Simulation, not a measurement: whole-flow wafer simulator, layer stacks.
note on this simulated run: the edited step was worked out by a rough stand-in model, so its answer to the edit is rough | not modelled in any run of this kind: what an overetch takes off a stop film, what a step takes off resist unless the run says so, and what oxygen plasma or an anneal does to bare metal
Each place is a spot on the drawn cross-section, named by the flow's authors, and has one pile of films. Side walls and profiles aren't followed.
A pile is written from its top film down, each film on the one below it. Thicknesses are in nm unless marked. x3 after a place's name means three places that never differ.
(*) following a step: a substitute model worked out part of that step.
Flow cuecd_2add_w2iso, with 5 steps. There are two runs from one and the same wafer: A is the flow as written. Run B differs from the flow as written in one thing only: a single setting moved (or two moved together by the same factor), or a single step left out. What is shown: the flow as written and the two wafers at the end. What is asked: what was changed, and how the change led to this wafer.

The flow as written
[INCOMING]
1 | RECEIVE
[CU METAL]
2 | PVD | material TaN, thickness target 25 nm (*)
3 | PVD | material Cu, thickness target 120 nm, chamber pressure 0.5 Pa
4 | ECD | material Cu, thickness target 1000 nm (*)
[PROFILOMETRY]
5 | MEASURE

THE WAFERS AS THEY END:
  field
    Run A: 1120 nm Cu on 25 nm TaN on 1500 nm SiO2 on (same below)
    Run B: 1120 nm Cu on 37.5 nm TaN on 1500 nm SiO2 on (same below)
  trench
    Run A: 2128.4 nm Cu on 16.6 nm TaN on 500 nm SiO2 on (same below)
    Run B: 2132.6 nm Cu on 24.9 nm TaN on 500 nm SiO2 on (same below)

Cause: step 2, PVD: thickness target 37.5 nm was run, whereas the flow has thickness target 25 nm.
The wafer itself shows it: field has TaN 37.5, and step 2 as written asks for 25 nm.

How this came from the change, step by step:
  2 | PVD | material TaN, thickness target 25 nm (*)
      field: A +25 TaN (new film) | B +37.5 TaN (new film)
      trench: A +16.6 TaN (new film) | B +24.9 TaN (new film)
